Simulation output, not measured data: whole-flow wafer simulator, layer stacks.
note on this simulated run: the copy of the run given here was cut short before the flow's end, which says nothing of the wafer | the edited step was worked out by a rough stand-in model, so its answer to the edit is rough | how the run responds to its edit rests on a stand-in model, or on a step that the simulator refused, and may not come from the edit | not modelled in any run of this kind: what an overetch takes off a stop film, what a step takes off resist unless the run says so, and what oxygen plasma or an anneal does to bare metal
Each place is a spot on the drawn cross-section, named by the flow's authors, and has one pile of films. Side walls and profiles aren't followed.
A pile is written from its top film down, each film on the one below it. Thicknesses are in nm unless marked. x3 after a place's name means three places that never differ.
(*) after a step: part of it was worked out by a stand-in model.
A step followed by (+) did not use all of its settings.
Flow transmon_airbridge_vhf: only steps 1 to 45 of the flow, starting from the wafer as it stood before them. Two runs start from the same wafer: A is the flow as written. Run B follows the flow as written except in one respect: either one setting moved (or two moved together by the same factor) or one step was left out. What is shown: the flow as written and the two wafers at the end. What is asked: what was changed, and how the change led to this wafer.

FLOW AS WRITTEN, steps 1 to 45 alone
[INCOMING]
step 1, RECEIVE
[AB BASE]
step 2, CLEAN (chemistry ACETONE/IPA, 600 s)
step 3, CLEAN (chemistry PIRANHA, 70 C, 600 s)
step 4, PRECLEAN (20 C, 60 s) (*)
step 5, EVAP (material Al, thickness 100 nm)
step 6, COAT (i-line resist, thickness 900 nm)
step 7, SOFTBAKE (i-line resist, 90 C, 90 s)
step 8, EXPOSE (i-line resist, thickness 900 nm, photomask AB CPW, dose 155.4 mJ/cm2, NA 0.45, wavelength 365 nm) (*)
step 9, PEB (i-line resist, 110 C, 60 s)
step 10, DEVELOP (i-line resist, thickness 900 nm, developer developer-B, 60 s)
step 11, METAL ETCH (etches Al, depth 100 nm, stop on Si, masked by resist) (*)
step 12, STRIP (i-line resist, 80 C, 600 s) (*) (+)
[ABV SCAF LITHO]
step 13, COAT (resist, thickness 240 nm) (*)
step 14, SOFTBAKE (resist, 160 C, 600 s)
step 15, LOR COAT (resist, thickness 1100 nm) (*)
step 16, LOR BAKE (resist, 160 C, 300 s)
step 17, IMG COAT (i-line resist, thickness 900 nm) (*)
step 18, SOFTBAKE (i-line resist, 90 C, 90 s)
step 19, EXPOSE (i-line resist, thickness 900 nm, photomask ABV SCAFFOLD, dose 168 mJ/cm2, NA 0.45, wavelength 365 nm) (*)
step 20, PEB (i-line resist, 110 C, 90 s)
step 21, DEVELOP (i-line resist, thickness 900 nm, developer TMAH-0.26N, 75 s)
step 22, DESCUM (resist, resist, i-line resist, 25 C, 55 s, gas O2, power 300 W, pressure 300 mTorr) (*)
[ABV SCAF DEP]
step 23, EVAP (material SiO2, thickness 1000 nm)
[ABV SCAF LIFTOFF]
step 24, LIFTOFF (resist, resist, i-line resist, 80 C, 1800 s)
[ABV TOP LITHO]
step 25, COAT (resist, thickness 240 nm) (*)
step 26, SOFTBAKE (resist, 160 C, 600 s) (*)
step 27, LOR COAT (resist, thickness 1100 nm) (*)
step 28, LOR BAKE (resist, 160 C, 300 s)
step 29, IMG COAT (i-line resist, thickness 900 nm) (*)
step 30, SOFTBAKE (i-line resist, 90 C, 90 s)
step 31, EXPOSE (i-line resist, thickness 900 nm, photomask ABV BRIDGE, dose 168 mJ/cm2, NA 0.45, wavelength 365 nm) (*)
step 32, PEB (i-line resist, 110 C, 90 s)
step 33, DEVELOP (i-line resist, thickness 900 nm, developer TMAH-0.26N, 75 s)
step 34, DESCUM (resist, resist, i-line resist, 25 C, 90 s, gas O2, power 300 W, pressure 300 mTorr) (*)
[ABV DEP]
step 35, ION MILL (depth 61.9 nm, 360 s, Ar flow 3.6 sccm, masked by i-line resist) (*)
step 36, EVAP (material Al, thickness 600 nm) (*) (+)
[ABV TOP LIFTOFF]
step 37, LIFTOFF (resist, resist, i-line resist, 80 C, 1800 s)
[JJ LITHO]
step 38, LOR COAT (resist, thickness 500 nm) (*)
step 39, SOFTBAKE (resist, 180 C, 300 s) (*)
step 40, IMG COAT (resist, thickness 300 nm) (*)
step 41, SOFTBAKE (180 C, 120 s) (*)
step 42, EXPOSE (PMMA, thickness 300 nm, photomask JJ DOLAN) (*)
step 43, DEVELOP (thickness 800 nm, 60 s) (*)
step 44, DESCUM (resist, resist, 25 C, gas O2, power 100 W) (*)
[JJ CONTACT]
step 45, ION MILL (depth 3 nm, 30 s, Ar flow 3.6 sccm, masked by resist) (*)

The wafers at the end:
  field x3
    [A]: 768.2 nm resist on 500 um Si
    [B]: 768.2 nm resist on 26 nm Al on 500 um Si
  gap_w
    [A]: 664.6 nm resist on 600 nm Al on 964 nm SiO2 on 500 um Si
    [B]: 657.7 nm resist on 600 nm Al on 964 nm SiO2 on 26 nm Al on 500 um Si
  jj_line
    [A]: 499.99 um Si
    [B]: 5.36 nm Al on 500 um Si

What caused this: step 11, METAL ETCH: depth 74 nm was run, though the flow has depth 100 nm.

How this came from the change, step by step:
  step 11, METAL ETCH (etches Al, depth 100 nm, stop on Si, masked by resist) (*)
      field x3, jj_line, gap_w, gap_e: A -100 Al (all of it) | B -74 Al
      ground_far, pad_w, flank_w and 8 more: A -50 i-line resist | B -37 i-line resist
  step 45, ION MILL (depth 3 nm, 30 s, Ar flow 3.6 sccm, masked by resist) (*)
      jj_line: A -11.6 Si | B -20.6 Al
Taking metal films that touch as one body, field x3 has 1 body; the flow as written gives 0 bodies.
Taking metal films that touch as one body, gap_w has 2 bodies (between them, from the top down: SiO2 964); the flow as written gives 1 body.
Taking metal films that touch as one body, jj_line has 1 body; the flow as written gives 0 bodies.
